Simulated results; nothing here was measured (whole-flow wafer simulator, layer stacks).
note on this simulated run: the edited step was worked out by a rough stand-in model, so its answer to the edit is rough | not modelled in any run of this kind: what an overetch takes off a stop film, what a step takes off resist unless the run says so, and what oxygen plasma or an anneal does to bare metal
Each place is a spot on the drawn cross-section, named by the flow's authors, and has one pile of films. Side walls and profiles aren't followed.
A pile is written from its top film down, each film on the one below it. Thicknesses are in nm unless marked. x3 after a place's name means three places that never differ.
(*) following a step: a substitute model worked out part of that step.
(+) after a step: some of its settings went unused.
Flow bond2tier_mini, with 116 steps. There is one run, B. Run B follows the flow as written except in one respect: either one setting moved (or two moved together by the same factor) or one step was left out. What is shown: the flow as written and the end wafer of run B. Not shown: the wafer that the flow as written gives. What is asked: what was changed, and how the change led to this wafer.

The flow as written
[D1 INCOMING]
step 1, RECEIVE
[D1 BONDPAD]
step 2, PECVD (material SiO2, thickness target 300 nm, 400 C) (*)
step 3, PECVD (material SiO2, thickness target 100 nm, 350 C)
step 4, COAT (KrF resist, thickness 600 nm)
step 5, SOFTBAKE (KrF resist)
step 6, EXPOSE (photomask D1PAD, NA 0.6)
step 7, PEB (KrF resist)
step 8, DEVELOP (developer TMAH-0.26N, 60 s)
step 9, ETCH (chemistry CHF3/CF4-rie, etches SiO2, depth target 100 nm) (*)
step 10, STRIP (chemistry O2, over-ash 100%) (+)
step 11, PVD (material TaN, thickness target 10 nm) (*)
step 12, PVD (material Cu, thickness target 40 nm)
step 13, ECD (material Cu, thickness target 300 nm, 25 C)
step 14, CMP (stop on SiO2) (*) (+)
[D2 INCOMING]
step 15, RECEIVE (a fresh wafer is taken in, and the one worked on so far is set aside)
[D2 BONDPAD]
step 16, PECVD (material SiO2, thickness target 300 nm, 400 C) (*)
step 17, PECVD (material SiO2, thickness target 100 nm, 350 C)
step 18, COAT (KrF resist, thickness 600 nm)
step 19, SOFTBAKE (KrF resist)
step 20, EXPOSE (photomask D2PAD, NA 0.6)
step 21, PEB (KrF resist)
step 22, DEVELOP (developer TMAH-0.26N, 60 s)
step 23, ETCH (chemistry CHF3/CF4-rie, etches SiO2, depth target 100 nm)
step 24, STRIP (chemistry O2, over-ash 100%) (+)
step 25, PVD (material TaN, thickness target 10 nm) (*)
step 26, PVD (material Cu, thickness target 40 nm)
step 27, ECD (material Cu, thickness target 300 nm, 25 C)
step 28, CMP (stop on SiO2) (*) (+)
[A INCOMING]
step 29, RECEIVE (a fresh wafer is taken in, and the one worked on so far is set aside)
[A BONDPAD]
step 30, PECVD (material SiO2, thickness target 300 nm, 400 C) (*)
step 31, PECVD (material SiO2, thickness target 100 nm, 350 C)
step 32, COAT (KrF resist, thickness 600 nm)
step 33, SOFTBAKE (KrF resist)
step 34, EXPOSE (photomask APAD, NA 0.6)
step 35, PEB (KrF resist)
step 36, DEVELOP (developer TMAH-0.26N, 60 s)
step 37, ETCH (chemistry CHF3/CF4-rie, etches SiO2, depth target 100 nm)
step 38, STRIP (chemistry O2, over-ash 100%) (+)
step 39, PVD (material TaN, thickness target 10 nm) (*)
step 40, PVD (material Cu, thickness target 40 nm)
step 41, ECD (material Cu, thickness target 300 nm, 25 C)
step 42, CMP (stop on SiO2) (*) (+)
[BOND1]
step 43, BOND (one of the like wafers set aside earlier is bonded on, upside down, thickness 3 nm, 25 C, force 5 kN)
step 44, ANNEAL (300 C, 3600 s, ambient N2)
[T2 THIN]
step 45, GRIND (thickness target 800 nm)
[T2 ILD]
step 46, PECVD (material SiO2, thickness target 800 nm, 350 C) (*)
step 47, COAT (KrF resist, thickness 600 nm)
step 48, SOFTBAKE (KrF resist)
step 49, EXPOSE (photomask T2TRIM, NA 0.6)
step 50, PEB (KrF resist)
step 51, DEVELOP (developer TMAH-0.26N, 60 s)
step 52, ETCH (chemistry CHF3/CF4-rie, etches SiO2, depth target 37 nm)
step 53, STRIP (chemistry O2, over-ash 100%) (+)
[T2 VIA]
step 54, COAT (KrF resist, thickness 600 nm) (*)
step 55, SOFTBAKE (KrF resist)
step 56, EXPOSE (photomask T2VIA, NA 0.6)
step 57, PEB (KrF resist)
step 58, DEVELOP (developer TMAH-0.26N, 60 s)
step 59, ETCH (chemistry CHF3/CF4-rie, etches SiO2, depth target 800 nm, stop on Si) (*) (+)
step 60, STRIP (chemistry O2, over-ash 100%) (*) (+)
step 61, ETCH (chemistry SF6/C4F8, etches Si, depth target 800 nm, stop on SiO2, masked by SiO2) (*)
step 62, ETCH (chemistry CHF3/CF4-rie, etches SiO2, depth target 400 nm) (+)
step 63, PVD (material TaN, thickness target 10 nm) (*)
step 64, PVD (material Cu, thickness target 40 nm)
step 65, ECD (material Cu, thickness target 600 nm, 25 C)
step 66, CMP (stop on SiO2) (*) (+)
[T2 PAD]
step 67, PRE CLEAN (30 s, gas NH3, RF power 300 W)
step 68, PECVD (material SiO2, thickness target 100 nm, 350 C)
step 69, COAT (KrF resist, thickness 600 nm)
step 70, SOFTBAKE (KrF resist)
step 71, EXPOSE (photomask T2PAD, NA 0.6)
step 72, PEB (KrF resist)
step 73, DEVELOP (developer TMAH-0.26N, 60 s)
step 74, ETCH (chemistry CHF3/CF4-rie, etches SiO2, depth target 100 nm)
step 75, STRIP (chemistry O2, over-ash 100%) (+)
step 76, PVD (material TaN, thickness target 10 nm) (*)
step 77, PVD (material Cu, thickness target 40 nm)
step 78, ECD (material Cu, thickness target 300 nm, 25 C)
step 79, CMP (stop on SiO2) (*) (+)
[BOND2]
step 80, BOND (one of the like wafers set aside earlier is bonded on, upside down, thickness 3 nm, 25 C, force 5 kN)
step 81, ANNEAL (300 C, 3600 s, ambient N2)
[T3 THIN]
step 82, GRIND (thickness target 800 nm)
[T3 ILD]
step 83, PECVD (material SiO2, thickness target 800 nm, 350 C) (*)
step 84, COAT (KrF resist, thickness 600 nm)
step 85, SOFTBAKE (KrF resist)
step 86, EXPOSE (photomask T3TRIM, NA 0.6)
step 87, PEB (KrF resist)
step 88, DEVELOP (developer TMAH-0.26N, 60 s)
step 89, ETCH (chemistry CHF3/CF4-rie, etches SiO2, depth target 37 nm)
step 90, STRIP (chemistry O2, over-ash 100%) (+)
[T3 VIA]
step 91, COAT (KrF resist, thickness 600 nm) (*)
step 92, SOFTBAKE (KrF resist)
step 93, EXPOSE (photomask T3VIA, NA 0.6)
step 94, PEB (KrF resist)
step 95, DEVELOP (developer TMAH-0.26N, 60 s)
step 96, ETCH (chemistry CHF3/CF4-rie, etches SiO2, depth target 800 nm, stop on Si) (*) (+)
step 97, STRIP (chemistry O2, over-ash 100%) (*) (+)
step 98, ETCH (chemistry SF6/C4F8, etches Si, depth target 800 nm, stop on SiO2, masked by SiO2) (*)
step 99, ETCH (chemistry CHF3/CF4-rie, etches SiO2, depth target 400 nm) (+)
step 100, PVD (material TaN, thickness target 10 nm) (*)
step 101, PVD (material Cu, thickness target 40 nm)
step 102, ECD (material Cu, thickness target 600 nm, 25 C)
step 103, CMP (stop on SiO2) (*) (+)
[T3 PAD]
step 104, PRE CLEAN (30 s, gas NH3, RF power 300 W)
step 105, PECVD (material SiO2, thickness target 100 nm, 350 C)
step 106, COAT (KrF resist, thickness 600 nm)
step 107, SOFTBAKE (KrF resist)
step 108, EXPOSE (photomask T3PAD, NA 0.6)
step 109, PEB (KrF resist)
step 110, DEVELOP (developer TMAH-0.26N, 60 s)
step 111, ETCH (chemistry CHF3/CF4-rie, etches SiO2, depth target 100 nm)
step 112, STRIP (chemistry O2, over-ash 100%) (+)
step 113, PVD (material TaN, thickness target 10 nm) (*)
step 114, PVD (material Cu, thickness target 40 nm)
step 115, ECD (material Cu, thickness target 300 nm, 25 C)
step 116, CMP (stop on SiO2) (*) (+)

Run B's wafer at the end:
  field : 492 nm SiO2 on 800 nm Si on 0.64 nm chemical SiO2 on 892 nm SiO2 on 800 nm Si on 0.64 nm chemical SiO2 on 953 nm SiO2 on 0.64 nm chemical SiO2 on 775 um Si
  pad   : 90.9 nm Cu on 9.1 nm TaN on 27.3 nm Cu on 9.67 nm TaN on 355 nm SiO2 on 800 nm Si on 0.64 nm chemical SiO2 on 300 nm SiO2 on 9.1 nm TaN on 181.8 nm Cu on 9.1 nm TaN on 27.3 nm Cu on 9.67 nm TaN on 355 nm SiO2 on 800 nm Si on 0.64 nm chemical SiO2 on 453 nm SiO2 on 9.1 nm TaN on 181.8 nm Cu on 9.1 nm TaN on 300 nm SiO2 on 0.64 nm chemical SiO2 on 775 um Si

The reason: step 2, PECVD: thickness target 453 nm was run, whereas the flow has thickness target 300 nm.
One can read it off the wafer: pad has SiO2 453, and step 2 as written asks for 300 nm.

The path from the change to this, step by step:
  step 2, PECVD (material SiO2, thickness target 300 nm, 400 C) (*)
      field, pad, via: +453 SiO2 (new film) (as written it would have been: +300 SiO2 (new film))
  step 43, BOND (one of the like wafers set aside earlier is bonded on, upside down, thickness 3 nm, 25 C, force 5 kN)
      field: +775 um Si (new film), +0.64 chemical SiO2 (new film), +553 SiO2 (as written it would have been: +775 um Si (new film), +0.64 chemical SiO2 (new film), +400 SiO2)
      pad: +775 um Si (new film), +0.64 chemical SiO2 (new film), +453 SiO2 (new film), +9.1 TaN (new film), +90.9 Cu (as written it would have been: +775 um Si (new film), +0.64 chemical SiO2 (new film), +300 SiO2 (new film), +9.1 TaN (new film), +90.9 Cu)
      (as well as at 1 more place)
